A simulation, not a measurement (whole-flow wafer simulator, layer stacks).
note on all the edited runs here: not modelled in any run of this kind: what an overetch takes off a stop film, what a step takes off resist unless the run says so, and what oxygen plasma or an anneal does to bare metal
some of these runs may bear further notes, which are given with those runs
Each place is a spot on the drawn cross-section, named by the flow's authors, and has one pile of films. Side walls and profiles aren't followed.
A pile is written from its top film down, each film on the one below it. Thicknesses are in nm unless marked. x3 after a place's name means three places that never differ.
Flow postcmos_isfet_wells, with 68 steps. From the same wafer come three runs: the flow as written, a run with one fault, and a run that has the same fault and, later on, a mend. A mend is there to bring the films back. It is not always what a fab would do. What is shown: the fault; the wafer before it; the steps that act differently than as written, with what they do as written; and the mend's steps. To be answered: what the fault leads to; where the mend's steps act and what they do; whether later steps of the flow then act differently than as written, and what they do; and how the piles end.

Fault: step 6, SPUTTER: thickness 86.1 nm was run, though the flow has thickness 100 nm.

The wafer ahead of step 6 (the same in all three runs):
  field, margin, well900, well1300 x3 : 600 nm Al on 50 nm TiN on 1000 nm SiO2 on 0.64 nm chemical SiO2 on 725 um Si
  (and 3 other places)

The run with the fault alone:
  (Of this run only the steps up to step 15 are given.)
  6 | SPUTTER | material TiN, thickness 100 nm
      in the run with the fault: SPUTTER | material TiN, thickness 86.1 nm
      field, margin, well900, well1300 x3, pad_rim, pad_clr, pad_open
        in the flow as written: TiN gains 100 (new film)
        in the run with the fault: TiN gains 86.1 (new film)
  None of the later steps of the flow up to step 15 acts differently than as written at any place that is followed.
  After step 15, at field, margin, well900, well1300 x3, pad_rim, pad_clr, pad_open, the piles differ from the flow's by more than 2% or 0.5 nm, whichever is larger.
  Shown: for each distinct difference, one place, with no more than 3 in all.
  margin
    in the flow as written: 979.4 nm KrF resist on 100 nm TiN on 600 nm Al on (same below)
    in the run with the fault: 979.4 nm KrF resist on 86.1 nm TiN on 600 nm Al on (same below)
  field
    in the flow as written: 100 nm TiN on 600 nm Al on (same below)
    in the run with the fault: 86.1 nm TiN on 600 nm Al on (same below)

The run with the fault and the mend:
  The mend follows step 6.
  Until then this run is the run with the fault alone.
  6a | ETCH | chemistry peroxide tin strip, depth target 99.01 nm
      field, margin, well900, well1300 x3, pad_rim, pad_clr, pad_open
        TiN loses 86.1 (all of it)
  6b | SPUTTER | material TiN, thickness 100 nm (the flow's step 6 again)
      field, margin, well900, well1300 x3, pad_rim, pad_clr, pad_open
        TiN gains 100 (new film)
  None of the later steps of the flow acts differently than as written at any place that is followed.
  At every place that both follow, the piles at the end match the flow's.
